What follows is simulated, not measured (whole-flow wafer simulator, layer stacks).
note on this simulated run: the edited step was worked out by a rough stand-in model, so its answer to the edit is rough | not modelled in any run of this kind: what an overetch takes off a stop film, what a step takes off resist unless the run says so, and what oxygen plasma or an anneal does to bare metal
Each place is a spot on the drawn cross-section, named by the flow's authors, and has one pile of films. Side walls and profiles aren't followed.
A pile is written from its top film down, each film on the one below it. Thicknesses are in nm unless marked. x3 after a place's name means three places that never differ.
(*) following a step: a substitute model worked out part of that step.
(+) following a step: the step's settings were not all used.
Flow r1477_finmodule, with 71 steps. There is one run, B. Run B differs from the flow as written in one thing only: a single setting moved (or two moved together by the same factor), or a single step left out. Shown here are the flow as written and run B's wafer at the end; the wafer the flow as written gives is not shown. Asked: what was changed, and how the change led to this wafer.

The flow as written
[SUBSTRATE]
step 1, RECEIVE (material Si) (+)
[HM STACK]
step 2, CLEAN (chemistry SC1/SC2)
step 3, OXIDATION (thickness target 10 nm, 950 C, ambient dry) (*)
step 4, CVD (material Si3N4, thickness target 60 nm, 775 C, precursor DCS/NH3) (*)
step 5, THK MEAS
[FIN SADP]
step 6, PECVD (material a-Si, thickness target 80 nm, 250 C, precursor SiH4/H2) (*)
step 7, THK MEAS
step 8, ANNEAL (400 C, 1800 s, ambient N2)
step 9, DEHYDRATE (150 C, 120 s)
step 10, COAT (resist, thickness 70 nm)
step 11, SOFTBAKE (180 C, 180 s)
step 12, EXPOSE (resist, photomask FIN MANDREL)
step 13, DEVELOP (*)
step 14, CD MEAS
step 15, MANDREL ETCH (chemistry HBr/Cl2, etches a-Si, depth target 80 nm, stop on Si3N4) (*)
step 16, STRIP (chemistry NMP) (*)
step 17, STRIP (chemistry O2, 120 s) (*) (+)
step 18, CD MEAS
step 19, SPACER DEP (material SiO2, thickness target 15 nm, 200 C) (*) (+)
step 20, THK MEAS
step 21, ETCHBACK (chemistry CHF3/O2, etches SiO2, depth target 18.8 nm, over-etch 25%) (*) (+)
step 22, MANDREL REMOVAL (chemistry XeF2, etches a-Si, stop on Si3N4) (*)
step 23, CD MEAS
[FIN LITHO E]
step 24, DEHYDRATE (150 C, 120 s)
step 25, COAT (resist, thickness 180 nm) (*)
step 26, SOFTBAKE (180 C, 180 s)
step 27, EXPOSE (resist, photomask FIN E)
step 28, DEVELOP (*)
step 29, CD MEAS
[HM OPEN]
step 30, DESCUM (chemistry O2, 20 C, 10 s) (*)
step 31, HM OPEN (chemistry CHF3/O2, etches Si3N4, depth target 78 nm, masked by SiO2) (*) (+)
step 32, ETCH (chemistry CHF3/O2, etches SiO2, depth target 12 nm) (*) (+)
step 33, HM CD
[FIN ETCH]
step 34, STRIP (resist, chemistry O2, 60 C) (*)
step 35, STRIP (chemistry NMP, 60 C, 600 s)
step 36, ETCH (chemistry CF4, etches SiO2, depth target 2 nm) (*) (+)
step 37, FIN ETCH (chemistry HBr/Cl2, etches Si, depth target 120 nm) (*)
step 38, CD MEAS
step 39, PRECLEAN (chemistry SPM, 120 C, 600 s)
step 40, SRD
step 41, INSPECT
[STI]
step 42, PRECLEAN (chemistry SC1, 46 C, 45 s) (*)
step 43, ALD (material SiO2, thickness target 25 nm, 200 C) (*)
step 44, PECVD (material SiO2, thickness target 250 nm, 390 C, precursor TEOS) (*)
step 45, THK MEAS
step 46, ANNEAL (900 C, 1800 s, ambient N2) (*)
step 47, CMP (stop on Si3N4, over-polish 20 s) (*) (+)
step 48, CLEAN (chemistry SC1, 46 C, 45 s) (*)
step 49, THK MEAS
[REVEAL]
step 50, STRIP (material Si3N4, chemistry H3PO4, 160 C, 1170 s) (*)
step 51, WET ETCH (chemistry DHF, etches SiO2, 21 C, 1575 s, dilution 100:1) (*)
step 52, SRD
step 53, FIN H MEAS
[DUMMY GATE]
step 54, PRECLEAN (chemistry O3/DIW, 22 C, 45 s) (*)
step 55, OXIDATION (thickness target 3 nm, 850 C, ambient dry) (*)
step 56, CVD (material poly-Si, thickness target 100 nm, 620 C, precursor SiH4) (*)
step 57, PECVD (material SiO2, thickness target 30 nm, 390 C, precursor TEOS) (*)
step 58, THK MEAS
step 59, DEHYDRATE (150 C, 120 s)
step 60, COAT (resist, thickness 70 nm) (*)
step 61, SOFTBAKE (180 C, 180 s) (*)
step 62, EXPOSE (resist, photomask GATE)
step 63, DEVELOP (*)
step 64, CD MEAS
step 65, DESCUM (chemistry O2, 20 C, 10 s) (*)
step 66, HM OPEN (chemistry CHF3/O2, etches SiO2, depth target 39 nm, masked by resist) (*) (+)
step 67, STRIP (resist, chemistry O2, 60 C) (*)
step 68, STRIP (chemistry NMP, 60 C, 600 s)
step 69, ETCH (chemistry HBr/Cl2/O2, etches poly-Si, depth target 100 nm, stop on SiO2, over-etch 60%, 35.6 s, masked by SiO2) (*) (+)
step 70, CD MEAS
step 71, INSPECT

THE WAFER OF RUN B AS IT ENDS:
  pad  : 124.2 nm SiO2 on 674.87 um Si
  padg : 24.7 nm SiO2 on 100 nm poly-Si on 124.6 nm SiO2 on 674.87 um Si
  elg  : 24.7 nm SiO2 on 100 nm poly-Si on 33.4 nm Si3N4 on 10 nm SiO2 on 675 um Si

Cause: step 51, WET ETCH: 1181 s was run, whereas the flow has 1575 s.

The path from the change to this, step by step:
  step 51, WET ETCH (chemistry DHF, etches SiO2, 21 C, 1575 s, dilution 100:1) (*)
      pad, padg, e40sg and 12 more: SiO2 loses 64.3 (in the flow as written it would be: SiO2 loses 85.7)
      elg, e40lg, e100lg, e200lg, elo, e40lo, e100lo, e200lo: SiO2 loses 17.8 (all of it), Si3N4 loses 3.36 (in the flow as written it would be: SiO2 loses 17.8 (all of it), Si3N4 loses 4.97)
      (as well as at 7 more places)
  step 56, CVD (material poly-Si, thickness target 100 nm, 620 C, precursor SiH4) (*)
      s40cg, s40co: poly-Si gains 100 (new film) (in the flow as written it would be: poly-Si gains 113.9 (new film))
      s45cg, s45co: poly-Si gains 100 (new film) (in the flow as written it would be: poly-Si gains 113.4 (new film))
      (as well as at 3 more places)
  step 60, COAT (resist, thickness 70 nm) (*)
      e40sg, eso, e40so: resist gains 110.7 (new film) (in the flow as written it would be: resist gains 129.5 (new film))
      e100sg, e100so: resist gains 110.6 (new film) (in the flow as written it would be: resist gains 129.4 (new film))
      (as well as at 20 more places)
  step 63, DEVELOP (*)
      eso, e40so: resist loses 110.7 (all of it) (in the flow as written it would be: resist loses 129.5 (all of it))
      e100so: resist loses 110.6 (all of it) (in the flow as written it would be: resist loses 129.4 (all of it))
      (as well as at 10 more places)
  step 67, STRIP (resist, chemistry O2, 60 C) (*)
      e40lg, e100lg, e200lg: resist loses 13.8 (all of it) (in the flow as written it would be: resist loses 12.8 (all of it))
      e40sg: resist loses 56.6 (all of it) (in the flow as written it would be: resist loses 75.4 (all of it))
      (as well as at 11 more places)
  step 69, ETCH (chemistry HBr/Cl2/O2, etches poly-Si, depth target 100 nm, stop on SiO2, over-etch 60%, 35.6 s, masked by SiO2) (*) (+)
      s40co: chemical SiO2 loses 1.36 (all of it), poly-Si loses 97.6 (all of it), SiO2 loses 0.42 (in the flow as written it would be: chemical SiO2 loses 1.46 (all of it), poly-Si loses 111.5 (all of it), SiO2 loses 0.24)
      s45co: chemical SiO2 loses 1.36 (all of it), poly-Si loses 97.6 (all of it), SiO2 loses 0.42 (in the flow as written it would be: chemical SiO2 loses 1.46 (all of it), poly-Si loses 110.9 (all of it), SiO2 loses 0.25)
      (as well as at 1 more place)
